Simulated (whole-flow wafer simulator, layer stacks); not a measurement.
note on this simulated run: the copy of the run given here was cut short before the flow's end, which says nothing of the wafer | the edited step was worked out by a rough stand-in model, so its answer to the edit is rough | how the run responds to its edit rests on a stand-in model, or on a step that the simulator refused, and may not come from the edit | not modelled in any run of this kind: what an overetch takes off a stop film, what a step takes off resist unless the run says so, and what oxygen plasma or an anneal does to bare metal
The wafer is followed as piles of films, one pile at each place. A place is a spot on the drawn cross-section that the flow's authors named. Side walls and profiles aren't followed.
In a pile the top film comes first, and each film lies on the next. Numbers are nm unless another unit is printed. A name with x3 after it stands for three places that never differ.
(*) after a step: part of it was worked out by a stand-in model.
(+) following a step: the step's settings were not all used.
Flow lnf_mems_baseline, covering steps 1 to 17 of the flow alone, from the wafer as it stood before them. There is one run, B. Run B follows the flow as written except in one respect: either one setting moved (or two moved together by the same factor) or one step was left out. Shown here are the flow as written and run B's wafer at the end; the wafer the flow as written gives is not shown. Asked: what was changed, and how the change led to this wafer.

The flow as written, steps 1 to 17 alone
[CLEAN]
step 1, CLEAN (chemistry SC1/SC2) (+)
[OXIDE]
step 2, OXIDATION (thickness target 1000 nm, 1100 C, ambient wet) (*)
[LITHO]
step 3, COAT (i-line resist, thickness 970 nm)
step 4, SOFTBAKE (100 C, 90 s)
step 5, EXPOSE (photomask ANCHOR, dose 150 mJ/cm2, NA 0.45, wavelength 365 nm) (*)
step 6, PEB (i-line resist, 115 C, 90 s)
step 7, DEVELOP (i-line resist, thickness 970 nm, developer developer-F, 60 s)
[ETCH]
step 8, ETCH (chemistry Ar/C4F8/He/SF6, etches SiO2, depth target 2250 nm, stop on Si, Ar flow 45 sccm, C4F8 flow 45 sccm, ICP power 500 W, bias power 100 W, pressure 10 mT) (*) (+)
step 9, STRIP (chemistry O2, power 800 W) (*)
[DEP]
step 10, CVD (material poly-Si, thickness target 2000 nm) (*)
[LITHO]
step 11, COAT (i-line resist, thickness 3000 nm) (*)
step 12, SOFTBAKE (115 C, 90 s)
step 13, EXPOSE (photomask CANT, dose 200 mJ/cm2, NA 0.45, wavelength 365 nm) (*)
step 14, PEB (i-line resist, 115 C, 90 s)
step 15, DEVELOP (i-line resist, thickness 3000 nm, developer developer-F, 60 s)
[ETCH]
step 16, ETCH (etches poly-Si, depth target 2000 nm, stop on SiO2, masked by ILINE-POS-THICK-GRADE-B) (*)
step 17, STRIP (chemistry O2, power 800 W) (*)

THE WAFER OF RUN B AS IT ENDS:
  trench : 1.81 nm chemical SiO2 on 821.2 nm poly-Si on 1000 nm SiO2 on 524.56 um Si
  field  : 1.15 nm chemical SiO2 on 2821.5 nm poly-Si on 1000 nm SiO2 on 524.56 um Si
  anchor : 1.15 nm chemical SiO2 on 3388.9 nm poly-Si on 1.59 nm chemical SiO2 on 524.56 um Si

Cause: step 10, CVD: thickness target 2822 nm was run, whereas the flow has thickness target 2000 nm.

The path from the change to this, step by step:
  step 10, CVD (material poly-Si, thickness target 2000 nm) (*)
      field, beam, trench, char_slit: +2822 poly-Si (new film) (in the flow as written it would be: +2000 poly-Si (new film))
      anchor: +3389.4 poly-Si (new film) (in the flow as written it would be: +2322 poly-Si (new film))
  step 11, COAT (i-line resist, thickness 3000 nm) (*)
      anchor: +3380 i-line resist (new film) (in the flow as written it would be: +3611.6 i-line resist (new film))
  step 12, SOFTBAKE (115 C, 90 s)
      field: -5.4 i-line resist (in the flow as written it would be: -6.66 i-line resist)
      anchor: +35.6 i-line resist (in the flow as written it would be: +45.4 i-line resist)
      (and at 2 other places as well)
  step 14, PEB (i-line resist, 115 C, 90 s)
      anchor: -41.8 i-line resist (in the flow as written it would be: -46.1 i-line resist)
  step 16, ETCH (etches poly-Si, depth target 2000 nm, stop on SiO2, masked by ILINE-POS-THICK-GRADE-B) (*)
      trench, char_slit: -2000 poly-Si (in the flow as written it would be: -2000 poly-Si (all of it))
  step 17, STRIP (chemistry O2, power 800 W) (*)
      trench, char_slit: +1.81 chemical SiO2 (new film), -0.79 poly-Si (in the flow as written it would be: nothing)
      anchor: +1.15 chemical SiO2 (new film), -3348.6 i-line resist (all of it), -0.51 poly-Si (in the flow as written it would be: +1.17 chemical SiO2 (new film), -3585.8 i-line resist (all of it), -0.52 poly-Si)
